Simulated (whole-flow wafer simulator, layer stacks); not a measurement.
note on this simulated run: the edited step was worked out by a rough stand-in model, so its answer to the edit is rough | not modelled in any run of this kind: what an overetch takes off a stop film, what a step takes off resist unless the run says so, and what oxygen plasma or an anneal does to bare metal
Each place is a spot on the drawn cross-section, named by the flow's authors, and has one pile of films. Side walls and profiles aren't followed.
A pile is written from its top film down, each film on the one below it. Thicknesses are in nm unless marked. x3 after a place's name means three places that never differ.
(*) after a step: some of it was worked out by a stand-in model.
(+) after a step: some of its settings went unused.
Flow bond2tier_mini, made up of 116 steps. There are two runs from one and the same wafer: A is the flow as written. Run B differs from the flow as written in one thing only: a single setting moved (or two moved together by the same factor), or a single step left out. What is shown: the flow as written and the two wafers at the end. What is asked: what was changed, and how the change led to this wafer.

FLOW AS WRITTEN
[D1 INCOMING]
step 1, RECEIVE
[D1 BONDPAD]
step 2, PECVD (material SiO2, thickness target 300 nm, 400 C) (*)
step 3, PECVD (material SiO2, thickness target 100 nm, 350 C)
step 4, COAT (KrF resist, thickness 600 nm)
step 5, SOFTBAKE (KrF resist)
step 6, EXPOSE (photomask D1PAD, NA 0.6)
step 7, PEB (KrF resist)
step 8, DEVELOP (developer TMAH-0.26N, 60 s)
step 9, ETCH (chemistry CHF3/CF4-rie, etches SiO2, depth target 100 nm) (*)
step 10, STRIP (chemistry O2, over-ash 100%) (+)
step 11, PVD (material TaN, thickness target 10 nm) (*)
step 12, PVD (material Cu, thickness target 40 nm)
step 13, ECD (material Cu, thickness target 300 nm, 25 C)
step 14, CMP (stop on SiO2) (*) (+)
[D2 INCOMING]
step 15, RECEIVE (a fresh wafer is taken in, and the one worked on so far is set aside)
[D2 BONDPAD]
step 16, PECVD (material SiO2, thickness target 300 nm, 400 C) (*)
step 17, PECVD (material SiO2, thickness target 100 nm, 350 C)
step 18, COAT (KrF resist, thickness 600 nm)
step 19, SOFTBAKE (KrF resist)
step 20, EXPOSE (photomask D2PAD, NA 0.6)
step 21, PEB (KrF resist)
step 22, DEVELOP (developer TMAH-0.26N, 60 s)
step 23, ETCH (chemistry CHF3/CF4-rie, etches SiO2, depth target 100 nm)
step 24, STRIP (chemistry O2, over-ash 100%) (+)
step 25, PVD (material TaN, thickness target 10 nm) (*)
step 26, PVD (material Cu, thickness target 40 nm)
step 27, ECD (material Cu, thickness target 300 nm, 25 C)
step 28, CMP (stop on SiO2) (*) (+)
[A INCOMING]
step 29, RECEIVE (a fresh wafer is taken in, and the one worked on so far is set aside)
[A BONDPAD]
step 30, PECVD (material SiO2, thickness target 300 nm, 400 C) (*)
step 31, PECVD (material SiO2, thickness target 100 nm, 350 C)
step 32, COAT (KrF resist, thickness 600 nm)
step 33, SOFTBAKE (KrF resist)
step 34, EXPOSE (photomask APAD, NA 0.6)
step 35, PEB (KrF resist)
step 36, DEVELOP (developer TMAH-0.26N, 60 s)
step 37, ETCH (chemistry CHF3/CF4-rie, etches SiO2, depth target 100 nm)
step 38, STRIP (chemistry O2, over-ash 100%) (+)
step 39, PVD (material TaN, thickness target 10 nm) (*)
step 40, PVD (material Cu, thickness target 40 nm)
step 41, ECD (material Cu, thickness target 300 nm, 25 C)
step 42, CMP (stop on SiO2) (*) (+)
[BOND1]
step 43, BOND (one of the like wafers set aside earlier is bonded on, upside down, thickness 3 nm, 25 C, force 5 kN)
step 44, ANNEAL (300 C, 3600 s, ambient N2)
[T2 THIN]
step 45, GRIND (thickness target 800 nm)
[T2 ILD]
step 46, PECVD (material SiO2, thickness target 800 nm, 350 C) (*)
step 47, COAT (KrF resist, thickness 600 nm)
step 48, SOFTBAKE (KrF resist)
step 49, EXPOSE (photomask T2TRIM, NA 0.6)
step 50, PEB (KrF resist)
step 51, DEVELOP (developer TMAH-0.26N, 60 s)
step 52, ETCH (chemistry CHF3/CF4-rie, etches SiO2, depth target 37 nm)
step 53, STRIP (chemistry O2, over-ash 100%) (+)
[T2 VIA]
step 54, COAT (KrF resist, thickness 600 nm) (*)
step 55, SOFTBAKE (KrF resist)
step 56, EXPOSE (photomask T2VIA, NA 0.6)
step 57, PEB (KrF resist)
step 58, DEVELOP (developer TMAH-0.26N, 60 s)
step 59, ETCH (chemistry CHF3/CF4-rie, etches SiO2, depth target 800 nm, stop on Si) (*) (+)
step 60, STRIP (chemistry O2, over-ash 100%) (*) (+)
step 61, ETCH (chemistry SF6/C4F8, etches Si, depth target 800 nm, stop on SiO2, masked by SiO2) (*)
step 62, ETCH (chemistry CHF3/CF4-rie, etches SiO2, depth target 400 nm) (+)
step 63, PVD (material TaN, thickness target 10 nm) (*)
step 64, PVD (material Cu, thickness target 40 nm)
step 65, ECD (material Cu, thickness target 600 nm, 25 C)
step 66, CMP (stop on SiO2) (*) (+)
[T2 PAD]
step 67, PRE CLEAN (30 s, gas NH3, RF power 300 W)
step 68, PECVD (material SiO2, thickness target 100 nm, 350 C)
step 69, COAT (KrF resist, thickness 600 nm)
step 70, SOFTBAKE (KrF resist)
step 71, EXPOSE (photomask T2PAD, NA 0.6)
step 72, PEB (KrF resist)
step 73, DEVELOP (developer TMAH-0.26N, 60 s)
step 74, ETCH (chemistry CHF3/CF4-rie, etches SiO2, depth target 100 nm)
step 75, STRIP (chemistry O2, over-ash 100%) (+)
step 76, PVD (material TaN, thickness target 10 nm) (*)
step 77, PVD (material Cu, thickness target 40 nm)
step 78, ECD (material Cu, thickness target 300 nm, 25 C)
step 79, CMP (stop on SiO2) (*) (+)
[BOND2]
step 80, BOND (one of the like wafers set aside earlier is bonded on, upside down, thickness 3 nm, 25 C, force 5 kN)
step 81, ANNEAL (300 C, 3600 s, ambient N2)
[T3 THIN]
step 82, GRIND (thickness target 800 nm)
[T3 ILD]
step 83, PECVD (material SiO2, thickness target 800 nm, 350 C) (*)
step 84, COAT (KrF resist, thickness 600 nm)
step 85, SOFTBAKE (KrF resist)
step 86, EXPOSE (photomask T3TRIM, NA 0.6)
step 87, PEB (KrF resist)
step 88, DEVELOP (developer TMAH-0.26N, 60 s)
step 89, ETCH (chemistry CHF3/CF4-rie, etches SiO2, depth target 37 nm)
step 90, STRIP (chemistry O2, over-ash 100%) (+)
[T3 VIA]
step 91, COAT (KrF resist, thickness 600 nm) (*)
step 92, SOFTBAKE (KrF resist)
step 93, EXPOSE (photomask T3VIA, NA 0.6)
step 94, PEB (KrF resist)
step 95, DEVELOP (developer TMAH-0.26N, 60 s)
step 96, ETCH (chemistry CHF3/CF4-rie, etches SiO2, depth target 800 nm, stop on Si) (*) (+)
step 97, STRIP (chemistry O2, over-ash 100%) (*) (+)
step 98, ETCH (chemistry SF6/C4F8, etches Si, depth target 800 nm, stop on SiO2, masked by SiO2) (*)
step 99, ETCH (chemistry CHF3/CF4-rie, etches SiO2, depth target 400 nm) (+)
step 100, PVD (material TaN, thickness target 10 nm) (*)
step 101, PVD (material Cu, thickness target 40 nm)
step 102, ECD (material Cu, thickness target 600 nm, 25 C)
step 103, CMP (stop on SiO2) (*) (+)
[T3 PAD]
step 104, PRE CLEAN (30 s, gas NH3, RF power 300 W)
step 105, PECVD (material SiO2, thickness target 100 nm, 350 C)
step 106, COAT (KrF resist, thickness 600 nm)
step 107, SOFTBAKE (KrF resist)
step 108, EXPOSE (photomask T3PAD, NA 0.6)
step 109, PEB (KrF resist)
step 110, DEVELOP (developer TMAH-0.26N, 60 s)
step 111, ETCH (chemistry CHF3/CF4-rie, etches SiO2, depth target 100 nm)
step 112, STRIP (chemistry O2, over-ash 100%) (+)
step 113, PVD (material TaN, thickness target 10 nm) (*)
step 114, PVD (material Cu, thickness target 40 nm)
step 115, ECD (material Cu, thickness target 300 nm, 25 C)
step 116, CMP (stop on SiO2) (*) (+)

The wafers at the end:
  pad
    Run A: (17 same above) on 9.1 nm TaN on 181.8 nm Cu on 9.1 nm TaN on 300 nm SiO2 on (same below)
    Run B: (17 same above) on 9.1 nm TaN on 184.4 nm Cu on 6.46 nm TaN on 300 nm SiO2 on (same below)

The reason: step 39, PVD: thickness target 7.1 nm was run, though the flow has thickness target 10 nm.

How this came from the change, step by step:
  step 39, PVD (material TaN, thickness target 10 nm) (*)
      field: A +10 TaN (new film) | B +7.1 TaN (new film)
      pad: A +9.1 TaN (new film) | B +6.46 TaN (new film)
      (and at 1 other place as well)
  step 42, CMP (stop on SiO2) (*) (+)
      field: A -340 Cu (all of it), -10 TaN (all of it) | B -340 Cu (all of it), -7.1 TaN (all of it)
